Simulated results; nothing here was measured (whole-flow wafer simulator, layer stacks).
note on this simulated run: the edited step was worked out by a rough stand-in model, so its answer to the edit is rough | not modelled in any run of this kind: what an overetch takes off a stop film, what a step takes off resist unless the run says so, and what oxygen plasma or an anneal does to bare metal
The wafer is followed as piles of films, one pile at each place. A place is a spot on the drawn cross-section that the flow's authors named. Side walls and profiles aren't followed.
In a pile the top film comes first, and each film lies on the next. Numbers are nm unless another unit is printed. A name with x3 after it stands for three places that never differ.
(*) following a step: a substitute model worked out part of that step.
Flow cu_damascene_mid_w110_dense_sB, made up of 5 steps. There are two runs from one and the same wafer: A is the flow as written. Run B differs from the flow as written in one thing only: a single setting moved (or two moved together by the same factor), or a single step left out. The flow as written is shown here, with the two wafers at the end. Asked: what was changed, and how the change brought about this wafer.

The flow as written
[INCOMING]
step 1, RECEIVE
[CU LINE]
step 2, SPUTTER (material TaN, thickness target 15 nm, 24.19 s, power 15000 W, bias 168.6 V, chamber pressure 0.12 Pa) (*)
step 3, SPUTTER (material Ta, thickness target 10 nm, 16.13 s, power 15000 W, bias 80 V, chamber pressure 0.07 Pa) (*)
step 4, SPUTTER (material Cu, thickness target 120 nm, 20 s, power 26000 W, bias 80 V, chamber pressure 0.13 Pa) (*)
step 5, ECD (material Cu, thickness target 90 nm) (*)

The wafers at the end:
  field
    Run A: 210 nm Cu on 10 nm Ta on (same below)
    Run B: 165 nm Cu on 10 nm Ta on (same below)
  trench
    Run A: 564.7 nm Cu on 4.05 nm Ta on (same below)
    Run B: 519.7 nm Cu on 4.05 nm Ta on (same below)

What caused this: step 4, SPUTTER: thickness target 75 nm was run, while the flow as written has thickness target 120 nm; step 4, SPUTTER: 12.5 s was run, where the flow has 20 s.

Step by step, how the change led to this:
  step 4, SPUTTER (material Cu, thickness target 120 nm, 20 s, power 26000 W, bias 80 V, chamber pressure 0.13 Pa) (*)
      field: A +120 Cu (new film) | B +75 Cu (new film)
      trench: A +49.9 Cu (new film) | B +31.2 Cu (new film)
  step 5, ECD (material Cu, thickness target 90 nm) (*)
      trench: A +514.8 Cu | B +488.5 Cu
